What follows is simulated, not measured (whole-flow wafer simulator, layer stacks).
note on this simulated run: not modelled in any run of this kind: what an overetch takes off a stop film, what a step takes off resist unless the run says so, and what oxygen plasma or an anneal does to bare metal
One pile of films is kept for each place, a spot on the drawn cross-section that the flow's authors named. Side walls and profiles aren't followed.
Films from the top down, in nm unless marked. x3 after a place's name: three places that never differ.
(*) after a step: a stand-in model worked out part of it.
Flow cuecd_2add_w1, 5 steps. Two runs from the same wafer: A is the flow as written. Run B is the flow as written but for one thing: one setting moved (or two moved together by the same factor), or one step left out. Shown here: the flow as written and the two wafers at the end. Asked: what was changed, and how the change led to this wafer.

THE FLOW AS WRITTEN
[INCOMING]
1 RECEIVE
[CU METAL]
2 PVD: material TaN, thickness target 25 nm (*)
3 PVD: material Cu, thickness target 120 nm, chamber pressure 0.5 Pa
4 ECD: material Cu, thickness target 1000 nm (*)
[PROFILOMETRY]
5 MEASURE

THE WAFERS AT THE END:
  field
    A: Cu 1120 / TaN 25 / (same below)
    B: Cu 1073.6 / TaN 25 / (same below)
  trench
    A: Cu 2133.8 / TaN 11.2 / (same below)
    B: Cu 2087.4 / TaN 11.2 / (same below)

The cause: step 3, PVD: thickness target 73.6 nm was run, where the flow has thickness target 120 nm.

How the change led to this, step by step:
  3 PVD: material Cu, thickness target 120 nm, chamber pressure 0.5 Pa
      field: A Cu +120 (new film) | B Cu +73.6 (new film)
      trench: A Cu +53.6 (new film) | B Cu +33.4 (new film)
